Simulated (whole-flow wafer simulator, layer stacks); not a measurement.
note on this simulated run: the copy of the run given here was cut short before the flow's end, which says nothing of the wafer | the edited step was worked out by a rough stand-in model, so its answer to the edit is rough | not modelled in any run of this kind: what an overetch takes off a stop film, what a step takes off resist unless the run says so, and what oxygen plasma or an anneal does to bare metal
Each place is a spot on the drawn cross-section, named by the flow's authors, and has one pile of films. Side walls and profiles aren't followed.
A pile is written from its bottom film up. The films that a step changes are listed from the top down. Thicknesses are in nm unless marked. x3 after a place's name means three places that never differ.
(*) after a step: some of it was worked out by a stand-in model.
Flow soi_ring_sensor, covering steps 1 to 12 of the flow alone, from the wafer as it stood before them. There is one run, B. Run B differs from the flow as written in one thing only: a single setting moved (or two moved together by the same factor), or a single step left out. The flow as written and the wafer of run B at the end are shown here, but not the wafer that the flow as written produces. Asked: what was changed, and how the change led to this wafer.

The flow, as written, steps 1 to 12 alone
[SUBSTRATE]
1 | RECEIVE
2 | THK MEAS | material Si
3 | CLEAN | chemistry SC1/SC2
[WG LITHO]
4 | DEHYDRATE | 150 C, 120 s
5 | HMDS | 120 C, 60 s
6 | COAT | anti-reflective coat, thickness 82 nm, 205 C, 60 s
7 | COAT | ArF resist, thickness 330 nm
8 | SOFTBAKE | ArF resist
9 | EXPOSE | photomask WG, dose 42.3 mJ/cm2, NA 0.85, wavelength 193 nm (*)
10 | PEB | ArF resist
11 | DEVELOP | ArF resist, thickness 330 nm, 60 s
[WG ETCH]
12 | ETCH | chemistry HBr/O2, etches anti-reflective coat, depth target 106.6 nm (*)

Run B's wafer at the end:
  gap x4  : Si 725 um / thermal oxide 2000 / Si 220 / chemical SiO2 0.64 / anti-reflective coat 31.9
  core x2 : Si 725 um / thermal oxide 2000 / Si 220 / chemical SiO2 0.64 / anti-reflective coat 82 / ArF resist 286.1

What caused this: step 12, ETCH: depth target 50.1 nm was run, whereas the flow has depth target 106.6 nm.

How this came from the change, step by step:
  12 | ETCH | chemistry HBr/O2, etches anti-reflective coat, depth target 106.6 nm (*)
      gap x4: -50.1 anti-reflective coat (it would be, as written: -82 anti-reflective coat (all of it), -0.64 chemical SiO2 (all of it))
      core x2: -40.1 ArF resist (it would be, as written: -85.3 ArF resist)
